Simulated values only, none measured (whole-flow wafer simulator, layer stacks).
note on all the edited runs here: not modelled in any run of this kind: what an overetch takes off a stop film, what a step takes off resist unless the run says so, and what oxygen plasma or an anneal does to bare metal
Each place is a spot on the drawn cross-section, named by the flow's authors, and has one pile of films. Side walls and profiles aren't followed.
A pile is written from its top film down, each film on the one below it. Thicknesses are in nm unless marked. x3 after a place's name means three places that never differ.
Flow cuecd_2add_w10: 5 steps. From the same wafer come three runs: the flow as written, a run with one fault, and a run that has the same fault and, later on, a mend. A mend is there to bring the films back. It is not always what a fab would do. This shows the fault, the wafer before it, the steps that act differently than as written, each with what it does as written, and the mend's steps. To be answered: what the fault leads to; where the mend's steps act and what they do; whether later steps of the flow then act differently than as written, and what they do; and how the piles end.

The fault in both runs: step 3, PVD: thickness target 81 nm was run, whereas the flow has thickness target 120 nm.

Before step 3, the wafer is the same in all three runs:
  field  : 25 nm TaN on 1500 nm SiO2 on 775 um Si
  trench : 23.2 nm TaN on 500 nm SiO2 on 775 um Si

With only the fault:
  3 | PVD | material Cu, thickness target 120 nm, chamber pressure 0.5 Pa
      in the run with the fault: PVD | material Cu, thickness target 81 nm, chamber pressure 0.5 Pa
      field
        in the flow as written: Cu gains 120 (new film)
        in the run with the fault: Cu gains 81 (new film)
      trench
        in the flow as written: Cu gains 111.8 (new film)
        in the run with the fault: Cu gains 75.4 (new film)
  Later steps of the flow that are run all act as written at every place that is followed.
  The piles end different from the flow's at field, trench by more than 2% or 0.5 nm, whichever is larger.
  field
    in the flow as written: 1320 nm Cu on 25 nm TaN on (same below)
    in the run with the fault: 1281 nm Cu on 25 nm TaN on (same below)
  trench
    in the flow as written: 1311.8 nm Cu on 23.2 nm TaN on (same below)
    in the run with the fault: 1275.4 nm Cu on 23.2 nm TaN on (same below)

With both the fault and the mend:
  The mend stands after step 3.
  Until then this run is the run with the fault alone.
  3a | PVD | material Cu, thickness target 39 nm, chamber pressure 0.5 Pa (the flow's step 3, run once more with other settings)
      field
        Cu gains 39
      trench
        Cu gains 36.2
  Later steps of the flow that are run all act as written at every place that is followed.
  The piles end only slightly different from the flow's at the places that both follow, by no more than 2% or 0.5 nm, whichever is larger.
